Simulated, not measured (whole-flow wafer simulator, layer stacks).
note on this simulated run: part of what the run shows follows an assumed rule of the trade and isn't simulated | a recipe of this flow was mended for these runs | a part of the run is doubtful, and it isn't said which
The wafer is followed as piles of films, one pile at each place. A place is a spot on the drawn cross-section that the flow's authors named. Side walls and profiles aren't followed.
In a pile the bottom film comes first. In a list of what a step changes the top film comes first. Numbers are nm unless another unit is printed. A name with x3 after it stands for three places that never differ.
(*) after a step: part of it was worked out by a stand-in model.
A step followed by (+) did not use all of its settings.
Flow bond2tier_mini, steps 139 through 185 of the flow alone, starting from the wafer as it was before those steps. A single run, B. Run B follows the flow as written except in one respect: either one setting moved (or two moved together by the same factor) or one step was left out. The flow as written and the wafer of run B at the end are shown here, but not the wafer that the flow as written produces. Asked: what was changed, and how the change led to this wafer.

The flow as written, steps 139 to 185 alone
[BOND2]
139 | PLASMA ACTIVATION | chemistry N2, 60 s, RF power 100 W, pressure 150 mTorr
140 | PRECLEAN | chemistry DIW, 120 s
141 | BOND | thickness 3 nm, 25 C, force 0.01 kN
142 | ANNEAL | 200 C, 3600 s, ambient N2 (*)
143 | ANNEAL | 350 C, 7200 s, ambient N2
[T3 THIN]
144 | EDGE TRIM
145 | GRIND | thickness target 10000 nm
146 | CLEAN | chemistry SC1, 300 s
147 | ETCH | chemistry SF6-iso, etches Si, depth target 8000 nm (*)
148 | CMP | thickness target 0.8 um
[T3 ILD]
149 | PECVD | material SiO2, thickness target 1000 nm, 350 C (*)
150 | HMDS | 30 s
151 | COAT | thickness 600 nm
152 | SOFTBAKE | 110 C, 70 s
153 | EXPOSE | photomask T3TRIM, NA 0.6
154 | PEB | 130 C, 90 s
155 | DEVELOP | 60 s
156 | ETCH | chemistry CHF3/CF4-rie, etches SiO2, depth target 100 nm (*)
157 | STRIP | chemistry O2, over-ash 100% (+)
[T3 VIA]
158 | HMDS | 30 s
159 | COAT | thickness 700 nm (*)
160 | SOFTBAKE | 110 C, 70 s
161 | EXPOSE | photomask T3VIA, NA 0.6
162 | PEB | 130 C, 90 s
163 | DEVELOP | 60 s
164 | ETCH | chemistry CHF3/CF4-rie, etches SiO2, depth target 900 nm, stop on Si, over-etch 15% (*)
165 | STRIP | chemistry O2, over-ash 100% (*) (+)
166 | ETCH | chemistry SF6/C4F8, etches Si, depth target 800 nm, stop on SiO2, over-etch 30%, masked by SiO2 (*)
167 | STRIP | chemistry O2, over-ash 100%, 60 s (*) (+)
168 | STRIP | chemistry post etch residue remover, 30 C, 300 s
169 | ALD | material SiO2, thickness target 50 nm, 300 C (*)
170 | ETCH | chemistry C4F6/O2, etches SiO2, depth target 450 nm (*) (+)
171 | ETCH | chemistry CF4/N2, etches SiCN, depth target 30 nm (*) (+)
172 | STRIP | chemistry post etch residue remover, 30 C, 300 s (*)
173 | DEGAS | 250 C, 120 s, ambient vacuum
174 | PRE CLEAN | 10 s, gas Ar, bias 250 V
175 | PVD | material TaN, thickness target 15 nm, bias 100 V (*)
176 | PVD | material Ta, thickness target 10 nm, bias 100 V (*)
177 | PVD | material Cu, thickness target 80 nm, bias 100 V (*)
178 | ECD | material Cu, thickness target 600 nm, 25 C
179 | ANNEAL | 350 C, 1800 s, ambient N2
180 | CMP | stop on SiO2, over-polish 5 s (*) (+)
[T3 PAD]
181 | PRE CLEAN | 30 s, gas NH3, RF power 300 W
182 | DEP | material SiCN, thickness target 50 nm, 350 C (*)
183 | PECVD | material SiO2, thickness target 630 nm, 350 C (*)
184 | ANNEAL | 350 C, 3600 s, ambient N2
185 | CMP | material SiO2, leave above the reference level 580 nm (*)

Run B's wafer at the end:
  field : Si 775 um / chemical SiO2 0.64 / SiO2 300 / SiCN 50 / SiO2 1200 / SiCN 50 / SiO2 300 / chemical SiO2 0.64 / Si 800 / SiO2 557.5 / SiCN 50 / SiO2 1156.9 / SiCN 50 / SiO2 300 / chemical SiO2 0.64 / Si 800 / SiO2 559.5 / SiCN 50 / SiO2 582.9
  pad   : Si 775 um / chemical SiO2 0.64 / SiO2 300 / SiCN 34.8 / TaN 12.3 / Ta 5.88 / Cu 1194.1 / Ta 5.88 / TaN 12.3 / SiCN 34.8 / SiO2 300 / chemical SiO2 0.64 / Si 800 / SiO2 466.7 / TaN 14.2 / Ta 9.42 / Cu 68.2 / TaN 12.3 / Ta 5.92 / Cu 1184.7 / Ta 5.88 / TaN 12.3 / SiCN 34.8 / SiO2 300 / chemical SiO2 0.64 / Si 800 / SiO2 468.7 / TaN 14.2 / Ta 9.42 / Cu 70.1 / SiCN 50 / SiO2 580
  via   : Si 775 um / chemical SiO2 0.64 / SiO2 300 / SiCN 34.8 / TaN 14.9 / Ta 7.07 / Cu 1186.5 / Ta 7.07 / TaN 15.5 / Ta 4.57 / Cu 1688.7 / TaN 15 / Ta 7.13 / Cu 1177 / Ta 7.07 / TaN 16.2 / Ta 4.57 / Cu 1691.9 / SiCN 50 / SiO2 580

What caused this: step 171, ETCH: depth target 27 nm was run, though the flow has depth target 30 nm.

Step by step, how the change led to this:
  171 | ETCH | chemistry CF4/N2, etches SiCN, depth target 30 nm (*) (+)
      field, pad: -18 SiO2 (it would be, as written: -20 SiO2)
      via: -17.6 SiCN (all of it), -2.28 TaN (it would be, as written: -17.6 SiCN (all of it), -3.01 TaN)
